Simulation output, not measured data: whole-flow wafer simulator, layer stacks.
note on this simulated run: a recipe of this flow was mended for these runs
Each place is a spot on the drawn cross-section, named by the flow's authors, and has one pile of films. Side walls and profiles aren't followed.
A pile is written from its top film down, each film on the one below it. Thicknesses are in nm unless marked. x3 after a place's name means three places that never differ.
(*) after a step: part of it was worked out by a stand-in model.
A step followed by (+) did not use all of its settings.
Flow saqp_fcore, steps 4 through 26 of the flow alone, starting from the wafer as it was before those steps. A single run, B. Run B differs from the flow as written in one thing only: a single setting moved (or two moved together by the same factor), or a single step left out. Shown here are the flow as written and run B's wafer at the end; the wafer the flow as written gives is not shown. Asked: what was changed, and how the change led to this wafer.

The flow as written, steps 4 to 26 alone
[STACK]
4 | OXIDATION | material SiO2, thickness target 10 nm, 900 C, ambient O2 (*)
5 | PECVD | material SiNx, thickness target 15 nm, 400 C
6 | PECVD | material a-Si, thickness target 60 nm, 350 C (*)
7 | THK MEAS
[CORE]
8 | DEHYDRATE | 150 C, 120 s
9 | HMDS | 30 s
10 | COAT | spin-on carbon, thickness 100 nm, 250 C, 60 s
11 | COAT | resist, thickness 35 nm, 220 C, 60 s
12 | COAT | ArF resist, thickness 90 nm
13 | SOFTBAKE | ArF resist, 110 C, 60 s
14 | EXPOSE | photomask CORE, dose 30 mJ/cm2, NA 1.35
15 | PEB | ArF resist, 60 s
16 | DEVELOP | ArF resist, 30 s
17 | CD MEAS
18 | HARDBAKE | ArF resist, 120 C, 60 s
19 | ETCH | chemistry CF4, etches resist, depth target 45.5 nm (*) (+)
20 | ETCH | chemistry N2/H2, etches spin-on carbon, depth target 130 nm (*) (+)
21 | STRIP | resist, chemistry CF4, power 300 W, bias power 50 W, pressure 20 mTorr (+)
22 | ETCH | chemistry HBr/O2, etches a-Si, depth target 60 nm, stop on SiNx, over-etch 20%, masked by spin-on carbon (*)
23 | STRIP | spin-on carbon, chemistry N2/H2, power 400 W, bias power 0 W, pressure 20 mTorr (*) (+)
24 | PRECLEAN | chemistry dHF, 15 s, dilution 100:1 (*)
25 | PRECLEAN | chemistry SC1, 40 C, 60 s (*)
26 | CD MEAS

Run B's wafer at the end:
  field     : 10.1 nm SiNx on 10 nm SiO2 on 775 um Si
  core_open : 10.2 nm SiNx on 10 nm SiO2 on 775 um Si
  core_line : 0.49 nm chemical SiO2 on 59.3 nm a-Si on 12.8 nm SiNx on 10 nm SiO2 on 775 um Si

What caused this: step 5, PECVD: thickness target 12.8 nm was run, though the flow has thickness target 15 nm.
The wafer lets one read it off: core_line has SiNx 12.8, and step 5 as written asks for 15 nm.

Step by step, how the change led to this:
  5 | PECVD | material SiNx, thickness target 15 nm, 400 C
      field, core_open, core_line: +12.8 SiNx (new film) (in the flow as written it would be: +15 SiNx (new film))
